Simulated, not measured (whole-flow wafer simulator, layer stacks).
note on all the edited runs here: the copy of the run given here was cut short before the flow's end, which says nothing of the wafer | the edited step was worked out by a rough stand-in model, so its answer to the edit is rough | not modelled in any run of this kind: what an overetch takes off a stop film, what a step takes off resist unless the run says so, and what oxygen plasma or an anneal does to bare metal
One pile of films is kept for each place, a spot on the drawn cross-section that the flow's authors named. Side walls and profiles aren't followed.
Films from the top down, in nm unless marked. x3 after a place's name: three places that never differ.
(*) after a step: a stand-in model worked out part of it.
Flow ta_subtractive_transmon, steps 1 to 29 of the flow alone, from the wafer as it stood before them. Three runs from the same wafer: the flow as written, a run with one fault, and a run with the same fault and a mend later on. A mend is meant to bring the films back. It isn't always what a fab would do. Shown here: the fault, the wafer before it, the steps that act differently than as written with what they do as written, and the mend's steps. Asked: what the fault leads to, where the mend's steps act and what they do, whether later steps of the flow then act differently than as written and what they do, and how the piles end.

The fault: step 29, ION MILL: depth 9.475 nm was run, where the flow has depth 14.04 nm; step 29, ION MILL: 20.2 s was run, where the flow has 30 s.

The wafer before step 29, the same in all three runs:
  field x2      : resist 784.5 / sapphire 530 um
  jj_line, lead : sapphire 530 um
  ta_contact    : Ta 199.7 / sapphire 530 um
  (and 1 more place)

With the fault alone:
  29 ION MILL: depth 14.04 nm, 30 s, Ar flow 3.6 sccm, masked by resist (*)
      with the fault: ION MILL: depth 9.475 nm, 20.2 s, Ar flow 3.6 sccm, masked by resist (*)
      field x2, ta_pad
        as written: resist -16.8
        with the fault: resist -11.3
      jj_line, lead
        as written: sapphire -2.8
        with the fault: sapphire -1.88
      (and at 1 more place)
  No later step of the flow acts differently than as written at any place that is followed.
  At the end the piles differ from the flow's only slightly at the places that both follow, by at most 2% or 0.5 nm, whichever is larger.

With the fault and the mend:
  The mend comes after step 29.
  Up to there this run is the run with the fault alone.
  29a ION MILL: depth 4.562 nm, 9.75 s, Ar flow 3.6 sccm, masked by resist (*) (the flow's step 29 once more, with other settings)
      field x2, ta_pad
        resist -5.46
      jj_line, lead
        sapphire -0.91
      ta_contact
        Ta -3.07
  No later step of the flow acts differently than as written at any place that is followed.
  At the end the piles differ from the flow's only slightly at the places that both follow, by at most 2% or 0.5 nm, whichever is larger.
